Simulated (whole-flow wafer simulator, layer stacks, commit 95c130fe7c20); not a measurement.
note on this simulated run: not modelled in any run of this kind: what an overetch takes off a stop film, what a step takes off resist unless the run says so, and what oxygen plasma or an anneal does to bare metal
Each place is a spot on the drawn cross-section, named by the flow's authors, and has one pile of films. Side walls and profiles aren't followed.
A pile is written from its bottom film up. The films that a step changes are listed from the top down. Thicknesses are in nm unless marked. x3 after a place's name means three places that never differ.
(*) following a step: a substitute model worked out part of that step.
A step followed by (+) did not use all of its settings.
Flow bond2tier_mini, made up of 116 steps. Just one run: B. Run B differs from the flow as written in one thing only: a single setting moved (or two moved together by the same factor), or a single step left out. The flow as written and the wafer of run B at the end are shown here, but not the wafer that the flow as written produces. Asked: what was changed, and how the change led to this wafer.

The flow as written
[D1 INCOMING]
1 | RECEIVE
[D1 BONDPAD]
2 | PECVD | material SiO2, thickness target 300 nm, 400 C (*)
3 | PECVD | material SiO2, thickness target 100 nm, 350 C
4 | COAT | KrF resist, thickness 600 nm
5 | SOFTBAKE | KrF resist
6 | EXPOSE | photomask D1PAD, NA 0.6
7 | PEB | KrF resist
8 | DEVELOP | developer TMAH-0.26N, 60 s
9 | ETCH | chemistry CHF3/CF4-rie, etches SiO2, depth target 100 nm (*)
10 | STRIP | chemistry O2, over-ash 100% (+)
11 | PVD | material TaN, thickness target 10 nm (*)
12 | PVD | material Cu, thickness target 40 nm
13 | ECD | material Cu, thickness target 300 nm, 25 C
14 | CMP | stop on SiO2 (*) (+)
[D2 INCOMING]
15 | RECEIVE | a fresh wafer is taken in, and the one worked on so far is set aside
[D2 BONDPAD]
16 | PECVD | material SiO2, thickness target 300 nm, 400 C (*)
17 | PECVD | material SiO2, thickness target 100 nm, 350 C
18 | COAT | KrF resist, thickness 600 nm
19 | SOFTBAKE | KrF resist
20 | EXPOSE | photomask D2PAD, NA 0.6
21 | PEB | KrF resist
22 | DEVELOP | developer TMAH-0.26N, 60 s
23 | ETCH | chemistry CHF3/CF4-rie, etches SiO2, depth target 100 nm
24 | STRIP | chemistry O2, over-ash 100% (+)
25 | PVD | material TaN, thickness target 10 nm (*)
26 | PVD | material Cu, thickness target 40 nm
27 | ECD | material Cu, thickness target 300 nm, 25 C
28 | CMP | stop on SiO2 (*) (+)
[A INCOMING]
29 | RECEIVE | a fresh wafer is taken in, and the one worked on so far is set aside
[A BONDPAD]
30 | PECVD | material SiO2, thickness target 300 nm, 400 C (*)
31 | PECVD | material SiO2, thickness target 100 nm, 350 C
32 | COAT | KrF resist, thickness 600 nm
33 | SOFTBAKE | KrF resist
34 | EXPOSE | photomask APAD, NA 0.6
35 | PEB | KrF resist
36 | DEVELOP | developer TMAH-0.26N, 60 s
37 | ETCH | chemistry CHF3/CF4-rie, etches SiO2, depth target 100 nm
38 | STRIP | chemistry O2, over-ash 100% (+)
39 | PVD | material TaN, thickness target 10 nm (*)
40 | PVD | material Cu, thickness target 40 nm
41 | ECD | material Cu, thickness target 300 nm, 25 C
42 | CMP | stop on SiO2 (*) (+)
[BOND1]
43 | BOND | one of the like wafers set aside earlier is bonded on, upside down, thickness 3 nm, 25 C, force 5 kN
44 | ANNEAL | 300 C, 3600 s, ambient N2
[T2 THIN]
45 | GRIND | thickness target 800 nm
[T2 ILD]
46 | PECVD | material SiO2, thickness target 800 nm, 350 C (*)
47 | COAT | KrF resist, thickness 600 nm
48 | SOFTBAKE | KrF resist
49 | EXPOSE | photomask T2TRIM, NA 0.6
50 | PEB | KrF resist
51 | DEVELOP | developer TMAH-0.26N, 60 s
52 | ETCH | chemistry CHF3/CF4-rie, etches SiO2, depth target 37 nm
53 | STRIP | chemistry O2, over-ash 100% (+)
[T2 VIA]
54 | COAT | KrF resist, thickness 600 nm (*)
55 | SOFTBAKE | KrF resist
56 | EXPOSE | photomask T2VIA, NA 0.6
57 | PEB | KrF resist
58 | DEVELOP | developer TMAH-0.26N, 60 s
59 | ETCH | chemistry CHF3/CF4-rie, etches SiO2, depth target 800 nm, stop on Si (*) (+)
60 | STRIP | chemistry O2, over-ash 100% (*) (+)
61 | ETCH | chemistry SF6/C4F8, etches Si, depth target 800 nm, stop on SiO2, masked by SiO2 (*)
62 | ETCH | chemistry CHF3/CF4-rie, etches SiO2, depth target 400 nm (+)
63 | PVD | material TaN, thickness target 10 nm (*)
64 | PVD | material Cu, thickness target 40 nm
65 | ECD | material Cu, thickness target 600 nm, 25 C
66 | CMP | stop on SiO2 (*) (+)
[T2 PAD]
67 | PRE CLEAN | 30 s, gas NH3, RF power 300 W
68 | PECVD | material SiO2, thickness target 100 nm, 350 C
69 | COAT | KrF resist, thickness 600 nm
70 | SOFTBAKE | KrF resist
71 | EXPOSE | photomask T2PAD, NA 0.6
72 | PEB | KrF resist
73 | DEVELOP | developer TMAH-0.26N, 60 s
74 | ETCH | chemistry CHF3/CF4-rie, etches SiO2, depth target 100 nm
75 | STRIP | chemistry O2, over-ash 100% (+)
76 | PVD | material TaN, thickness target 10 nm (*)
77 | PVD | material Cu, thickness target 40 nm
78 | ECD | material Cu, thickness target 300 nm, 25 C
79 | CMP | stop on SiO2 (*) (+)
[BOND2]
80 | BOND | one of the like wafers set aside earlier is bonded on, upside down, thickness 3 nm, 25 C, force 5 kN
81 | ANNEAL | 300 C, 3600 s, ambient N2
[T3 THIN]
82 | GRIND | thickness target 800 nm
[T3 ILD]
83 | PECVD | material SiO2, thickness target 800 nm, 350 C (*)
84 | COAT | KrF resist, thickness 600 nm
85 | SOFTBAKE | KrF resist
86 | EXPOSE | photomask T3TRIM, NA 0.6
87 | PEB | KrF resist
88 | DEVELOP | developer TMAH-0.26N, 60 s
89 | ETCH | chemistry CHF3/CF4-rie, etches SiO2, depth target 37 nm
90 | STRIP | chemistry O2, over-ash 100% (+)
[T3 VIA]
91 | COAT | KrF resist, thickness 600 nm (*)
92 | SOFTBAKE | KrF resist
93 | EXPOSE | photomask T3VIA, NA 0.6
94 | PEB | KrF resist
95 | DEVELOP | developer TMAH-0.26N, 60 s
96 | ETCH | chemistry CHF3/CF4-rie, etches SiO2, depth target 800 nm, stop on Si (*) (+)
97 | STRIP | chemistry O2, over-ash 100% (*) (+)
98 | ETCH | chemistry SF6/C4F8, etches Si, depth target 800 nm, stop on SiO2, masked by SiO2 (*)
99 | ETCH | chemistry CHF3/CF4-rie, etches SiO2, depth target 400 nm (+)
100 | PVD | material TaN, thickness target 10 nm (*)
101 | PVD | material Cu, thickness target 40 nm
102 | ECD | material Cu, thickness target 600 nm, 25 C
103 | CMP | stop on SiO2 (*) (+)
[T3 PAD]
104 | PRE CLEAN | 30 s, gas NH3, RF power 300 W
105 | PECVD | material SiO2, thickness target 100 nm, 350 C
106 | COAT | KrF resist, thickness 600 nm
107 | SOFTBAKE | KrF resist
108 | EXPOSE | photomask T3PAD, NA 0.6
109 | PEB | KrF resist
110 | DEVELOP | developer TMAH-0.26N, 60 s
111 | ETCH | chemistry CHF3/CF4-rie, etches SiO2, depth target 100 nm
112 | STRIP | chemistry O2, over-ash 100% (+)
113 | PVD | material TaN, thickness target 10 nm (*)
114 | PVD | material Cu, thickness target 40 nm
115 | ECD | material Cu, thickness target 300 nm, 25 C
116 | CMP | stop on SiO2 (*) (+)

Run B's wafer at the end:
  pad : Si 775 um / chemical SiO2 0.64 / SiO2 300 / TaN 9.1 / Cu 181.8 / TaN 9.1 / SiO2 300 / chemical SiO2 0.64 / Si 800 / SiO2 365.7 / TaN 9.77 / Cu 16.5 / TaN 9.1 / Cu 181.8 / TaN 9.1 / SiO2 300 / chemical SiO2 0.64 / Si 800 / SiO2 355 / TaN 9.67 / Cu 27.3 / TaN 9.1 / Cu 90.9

What caused this: step 52, ETCH: depth target 26.3 nm was run, whereas the flow has depth target 37 nm.

Step by step, how the change led to this:
  52 | ETCH | chemistry CHF3/CF4-rie, etches SiO2, depth target 37 nm
      pad, via: -26.3 SiO2 (as written it would have been: -37 SiO2)
      field: -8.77 KrF resist (as written it would have been: -12.3 KrF resist)
